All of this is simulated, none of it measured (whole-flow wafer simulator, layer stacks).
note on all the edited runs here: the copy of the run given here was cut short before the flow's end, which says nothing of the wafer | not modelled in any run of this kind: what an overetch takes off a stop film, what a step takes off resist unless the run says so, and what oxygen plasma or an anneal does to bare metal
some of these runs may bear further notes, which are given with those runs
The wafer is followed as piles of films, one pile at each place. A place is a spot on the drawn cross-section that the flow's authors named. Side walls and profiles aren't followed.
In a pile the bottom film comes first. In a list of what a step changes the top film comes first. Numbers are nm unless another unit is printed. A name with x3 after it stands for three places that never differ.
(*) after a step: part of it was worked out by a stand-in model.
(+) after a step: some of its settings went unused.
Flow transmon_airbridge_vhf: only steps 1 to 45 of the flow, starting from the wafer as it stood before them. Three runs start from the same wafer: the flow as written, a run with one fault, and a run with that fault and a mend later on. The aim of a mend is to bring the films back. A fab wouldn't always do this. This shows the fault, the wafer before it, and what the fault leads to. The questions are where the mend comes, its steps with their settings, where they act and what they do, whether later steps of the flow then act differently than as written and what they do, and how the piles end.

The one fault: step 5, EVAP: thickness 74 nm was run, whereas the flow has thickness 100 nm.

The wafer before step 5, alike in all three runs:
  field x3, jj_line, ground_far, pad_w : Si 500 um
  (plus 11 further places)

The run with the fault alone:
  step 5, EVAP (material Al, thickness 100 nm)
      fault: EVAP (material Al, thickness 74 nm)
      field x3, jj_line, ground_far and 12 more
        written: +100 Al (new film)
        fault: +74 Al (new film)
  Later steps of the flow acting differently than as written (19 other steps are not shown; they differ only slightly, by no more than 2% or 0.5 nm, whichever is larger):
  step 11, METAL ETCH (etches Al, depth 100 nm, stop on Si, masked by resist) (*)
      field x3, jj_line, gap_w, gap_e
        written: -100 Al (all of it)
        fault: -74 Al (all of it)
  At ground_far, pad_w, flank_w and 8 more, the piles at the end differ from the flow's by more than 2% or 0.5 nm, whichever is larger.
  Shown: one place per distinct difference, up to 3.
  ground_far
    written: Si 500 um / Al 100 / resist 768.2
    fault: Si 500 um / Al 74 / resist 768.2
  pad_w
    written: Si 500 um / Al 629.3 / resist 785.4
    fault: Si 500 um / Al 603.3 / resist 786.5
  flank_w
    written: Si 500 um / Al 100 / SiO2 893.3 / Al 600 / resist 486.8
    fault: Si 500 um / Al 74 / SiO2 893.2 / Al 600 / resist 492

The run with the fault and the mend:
  The mend stands after step 10.
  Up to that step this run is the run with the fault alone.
  step 10a, STRIP (i-line resist, 80 C, 600 s) (+)
      ground_far, pad_w, flank_w and 8 more
        -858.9 i-line resist (all of it)
  step 10b, EVAP (material Al, thickness 26 nm) (the flow's step 5 again, with other settings)
      field x3, jj_line, ground_far and 12 more
        +26 Al
  step 10c, COAT (i-line resist, thickness 900 nm) (the flow's step 6 again)
      field x3, jj_line, ground_far and 12 more
        +900 i-line resist (new film)
  step 10d, SOFTBAKE (i-line resist, 90 C, 90 s) (the flow's step 7 again)
      does not change any film at any place that is followed
  step 10e, EXPOSE (i-line resist, thickness 900 nm, photomask AB CPW, dose 155.4 mJ/cm2, NA 0.45, wavelength 365 nm) (*) (the flow's step 8 again)
      does not change any film at any place that is followed
  step 10f, PEB (i-line resist, 110 C, 60 s) (the flow's step 9 again)
      field x3, jj_line, ground_far and 12 more
        -41 i-line resist
  step 10g, DEVELOP (i-line resist, thickness 900 nm, developer developer-B, 60 s) (the flow's step 10 again)
      ground_far, pad_w, flank_w and 8 more
        -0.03 i-line resist
      field x3, jj_line, gap_w, gap_e
        -859 i-line resist (all of it)
  Later steps of the flow that are run all act as written at every place that is followed.
  The piles end the same as the flow's at every place that both follow.
